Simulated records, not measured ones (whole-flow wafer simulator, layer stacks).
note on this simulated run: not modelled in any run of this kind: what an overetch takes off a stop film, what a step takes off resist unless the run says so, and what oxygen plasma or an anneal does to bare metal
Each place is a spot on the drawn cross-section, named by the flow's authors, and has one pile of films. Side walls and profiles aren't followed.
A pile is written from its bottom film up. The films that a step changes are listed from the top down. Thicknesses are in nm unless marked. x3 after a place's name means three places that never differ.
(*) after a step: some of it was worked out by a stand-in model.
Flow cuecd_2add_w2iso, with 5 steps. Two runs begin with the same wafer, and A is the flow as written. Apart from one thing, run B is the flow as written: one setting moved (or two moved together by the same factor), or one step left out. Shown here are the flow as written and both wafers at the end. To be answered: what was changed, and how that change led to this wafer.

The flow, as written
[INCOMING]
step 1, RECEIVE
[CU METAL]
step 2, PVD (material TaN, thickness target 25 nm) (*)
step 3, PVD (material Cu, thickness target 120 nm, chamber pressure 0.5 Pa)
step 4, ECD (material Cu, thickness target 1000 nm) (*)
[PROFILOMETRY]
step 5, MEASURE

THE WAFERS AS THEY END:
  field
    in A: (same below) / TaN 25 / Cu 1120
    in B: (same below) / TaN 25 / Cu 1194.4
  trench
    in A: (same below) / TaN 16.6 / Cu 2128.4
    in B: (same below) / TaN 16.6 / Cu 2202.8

Cause: step 3, PVD: thickness target 194.4 nm was run, though the flow has thickness target 120 nm.

The path from the change to this, step by step:
  step 3, PVD (material Cu, thickness target 120 nm, chamber pressure 0.5 Pa)
      field: A Cu gains 120 (new film) | B Cu gains 194.4 (new film)
      trench: A Cu gains 80.8 (new film) | B Cu gains 130.4 (new film)
